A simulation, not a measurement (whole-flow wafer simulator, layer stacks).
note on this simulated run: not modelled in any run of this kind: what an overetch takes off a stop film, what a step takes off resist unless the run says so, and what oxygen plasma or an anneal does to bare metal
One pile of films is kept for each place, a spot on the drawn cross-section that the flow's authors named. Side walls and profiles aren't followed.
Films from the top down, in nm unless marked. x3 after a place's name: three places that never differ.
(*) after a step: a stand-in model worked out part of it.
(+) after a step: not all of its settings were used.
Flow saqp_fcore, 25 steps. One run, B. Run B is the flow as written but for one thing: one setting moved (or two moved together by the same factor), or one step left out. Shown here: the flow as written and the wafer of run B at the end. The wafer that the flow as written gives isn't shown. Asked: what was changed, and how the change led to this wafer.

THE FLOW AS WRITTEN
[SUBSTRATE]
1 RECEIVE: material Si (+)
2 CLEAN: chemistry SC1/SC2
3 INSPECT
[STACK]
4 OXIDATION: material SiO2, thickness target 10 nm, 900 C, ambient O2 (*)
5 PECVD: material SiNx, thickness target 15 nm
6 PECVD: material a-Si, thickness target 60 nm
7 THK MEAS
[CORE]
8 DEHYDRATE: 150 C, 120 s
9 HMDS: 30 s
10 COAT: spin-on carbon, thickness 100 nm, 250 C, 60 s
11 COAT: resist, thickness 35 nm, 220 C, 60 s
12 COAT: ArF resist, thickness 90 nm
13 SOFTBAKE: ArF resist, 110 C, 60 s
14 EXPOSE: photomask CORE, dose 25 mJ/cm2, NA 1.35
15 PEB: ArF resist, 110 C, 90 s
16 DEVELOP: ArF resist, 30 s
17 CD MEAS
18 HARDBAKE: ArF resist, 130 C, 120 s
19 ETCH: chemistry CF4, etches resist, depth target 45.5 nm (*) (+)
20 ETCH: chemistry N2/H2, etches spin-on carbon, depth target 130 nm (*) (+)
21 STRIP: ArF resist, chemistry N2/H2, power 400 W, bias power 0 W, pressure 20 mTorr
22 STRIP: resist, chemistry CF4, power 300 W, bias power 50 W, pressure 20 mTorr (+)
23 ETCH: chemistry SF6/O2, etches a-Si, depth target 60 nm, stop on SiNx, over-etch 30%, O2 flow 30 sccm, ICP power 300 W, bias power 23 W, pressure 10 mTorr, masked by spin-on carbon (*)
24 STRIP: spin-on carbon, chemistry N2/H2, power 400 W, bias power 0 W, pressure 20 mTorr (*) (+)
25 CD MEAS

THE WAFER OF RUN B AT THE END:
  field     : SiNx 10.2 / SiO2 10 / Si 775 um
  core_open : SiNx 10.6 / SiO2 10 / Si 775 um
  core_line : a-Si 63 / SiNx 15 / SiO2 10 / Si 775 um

The cause: step 6, PECVD: thickness target 63 nm was run, where the flow has thickness target 60 nm.
It can be read off the wafer: core_line has a-Si 63, and step 6 as written asks for 60 nm.

How the change led to this, step by step:
  6 PECVD: material a-Si, thickness target 60 nm
      field, core_open, core_line: a-Si +63 (new film) (as written it would be: a-Si +60 (new film))
  23 ETCH: chemistry SF6/O2, etches a-Si, depth target 60 nm, stop on SiNx, over-etch 30%, O2 flow 30 sccm, ICP power 300 W, bias power 23 W, pressure 10 mTorr, masked by spin-on carbon (*)
      field: a-Si -39.9 (all of it), SiNx -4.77 (as written it would be: a-Si -36.9 (all of it), SiNx -5.14)
      core_open: a-Si -42.4 (all of it), SiNx -4.45 (as written it would be: a-Si -39.4 (all of it), SiNx -4.82)
      (and at 1 more place)
